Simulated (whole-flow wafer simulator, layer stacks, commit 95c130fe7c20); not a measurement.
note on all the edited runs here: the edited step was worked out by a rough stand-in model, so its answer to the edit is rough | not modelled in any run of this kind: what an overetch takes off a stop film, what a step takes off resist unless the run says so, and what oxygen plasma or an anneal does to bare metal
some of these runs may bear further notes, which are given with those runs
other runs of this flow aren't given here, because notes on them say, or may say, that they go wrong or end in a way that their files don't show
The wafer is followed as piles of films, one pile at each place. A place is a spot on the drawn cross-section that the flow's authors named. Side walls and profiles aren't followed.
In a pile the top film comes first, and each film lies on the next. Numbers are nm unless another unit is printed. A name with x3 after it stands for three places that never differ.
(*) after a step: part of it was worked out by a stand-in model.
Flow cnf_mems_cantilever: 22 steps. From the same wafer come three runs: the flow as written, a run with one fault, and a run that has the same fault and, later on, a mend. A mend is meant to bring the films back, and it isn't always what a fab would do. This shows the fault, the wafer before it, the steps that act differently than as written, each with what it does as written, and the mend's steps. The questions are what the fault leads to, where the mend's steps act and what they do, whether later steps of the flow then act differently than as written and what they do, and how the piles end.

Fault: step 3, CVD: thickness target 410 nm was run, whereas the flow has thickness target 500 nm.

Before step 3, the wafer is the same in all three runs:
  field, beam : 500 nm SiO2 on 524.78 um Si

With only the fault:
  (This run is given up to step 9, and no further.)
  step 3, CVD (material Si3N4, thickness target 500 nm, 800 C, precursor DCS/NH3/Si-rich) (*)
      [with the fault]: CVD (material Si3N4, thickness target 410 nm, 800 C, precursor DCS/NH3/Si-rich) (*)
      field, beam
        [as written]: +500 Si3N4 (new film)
        [with the fault]: +410 Si3N4 (new film)
  None of the later steps of the flow up to step 9 acts differently than as written at any place that is followed.
  The piles after step 9 differ from the flow's at field, beam by more than 2% or 0.5 nm, whichever is larger.
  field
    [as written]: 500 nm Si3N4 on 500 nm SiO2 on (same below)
    [with the fault]: 410 nm Si3N4 on 500 nm SiO2 on (same below)
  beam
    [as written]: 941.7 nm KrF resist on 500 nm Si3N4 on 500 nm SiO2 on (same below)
    [with the fault]: 941.7 nm KrF resist on 410 nm Si3N4 on 500 nm SiO2 on (same below)

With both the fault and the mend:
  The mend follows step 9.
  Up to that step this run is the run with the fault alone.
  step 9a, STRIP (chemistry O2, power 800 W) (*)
      beam
        -941.7 KrF resist (all of it)
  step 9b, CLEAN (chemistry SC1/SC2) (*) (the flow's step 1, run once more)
      does not change any film at any place that is followed
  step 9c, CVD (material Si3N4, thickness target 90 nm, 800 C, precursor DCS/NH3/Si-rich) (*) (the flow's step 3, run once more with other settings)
      field, beam
        +90 Si3N4
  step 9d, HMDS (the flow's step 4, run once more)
      does not change any film at any place that is followed
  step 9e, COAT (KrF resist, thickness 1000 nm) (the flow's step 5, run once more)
      field, beam
        +1000 KrF resist (new film)
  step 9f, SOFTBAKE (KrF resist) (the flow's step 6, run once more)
      does not change any film at any place that is followed
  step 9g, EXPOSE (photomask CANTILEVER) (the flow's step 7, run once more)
      does not change any film at any place that is followed
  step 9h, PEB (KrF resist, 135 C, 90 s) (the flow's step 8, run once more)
      field, beam
        -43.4 KrF resist
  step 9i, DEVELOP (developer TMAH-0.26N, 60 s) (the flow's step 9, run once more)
      field
        -956.6 KrF resist (all of it)
      beam
        -14.9 KrF resist
  None of the later steps of the flow acts differently than as written at any place that is followed.
  The piles end the same as the flow's at every place that both follow.
